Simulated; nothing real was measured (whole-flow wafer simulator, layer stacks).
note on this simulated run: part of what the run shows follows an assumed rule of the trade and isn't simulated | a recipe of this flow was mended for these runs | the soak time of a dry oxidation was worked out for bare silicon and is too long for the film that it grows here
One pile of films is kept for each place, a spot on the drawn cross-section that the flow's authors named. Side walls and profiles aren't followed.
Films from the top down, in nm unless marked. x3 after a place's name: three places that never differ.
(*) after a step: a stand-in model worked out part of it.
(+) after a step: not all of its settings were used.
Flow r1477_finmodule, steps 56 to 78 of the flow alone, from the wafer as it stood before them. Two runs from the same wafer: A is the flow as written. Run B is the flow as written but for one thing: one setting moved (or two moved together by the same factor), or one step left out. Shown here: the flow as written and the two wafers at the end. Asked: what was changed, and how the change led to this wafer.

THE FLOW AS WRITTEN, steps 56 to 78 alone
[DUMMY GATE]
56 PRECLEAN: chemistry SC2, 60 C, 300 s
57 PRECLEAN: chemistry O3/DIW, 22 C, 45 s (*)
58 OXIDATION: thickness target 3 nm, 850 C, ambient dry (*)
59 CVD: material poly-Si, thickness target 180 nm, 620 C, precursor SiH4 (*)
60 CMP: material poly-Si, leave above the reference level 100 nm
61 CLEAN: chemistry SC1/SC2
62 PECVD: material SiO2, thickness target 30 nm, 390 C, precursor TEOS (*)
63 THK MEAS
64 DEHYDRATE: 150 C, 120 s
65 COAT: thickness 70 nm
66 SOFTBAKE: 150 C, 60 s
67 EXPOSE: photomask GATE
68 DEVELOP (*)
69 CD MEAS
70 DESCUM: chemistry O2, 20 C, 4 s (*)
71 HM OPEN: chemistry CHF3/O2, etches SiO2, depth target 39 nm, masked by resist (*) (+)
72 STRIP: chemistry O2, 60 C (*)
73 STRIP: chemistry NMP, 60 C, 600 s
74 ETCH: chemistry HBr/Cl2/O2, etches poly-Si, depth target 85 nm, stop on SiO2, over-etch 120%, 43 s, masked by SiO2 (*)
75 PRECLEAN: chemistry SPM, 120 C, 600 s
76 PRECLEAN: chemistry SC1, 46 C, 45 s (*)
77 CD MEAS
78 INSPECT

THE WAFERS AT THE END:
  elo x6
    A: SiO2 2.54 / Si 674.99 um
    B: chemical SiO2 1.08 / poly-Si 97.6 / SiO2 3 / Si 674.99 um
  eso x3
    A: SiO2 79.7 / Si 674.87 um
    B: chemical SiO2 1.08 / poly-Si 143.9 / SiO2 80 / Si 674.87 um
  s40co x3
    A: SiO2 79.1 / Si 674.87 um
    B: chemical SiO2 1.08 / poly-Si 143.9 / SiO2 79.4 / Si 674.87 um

The cause: step 74, ETCH: chemistry HBr/Cl2/O2, etches poly-Si, depth target 85 nm, stop on SiO2, over-etch 120%, 43 s, masked by SiO2 (*), was left out.

How the change led to this, step by step:
  (no step that both runs have acts differently by more than 2% or 0.5 nm, whichever is larger)
